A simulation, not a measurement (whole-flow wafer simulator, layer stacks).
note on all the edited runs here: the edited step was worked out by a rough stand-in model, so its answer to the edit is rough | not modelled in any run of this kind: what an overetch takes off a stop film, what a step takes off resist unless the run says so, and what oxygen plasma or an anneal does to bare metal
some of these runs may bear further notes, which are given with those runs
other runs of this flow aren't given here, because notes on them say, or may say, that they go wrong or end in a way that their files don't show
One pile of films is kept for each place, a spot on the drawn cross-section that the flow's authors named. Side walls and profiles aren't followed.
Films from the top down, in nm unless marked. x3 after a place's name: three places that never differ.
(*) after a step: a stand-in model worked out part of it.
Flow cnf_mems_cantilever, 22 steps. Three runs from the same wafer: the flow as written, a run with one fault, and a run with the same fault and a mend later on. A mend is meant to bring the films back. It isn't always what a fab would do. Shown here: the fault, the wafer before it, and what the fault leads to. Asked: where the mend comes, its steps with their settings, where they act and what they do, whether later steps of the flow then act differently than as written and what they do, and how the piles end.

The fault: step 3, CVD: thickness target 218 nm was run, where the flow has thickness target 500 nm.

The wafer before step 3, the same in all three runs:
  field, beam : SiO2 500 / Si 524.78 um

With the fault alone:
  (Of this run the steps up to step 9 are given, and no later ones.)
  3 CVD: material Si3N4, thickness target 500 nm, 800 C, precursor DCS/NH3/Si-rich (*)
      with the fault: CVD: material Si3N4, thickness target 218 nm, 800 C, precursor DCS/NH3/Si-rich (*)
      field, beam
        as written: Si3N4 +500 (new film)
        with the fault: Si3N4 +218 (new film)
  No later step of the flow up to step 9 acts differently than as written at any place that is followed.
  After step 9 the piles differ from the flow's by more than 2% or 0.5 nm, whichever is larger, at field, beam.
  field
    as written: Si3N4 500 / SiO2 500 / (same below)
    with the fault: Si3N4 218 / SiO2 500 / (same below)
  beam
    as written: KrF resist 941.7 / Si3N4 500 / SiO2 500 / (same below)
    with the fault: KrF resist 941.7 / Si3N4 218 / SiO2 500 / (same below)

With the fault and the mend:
  The mend comes after step 3.
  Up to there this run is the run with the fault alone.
  3a ETCH: chemistry h3po4, depth target 250.7 nm
      field, beam
        Si3N4 -218 (all of it)
  3b CLEAN: chemistry SC1/SC2 (the flow's step 1 once more)
      changes no film at any place that is followed
  3c CVD: material Si3N4, thickness target 500 nm, 800 C, precursor DCS/NH3/Si-rich (*) (the flow's step 3 once more)
      field, beam
        Si3N4 +500 (new film)
  No later step of the flow acts differently than as written at any place that is followed.
  At the end the piles are the same as the flow's at every place that both follow.
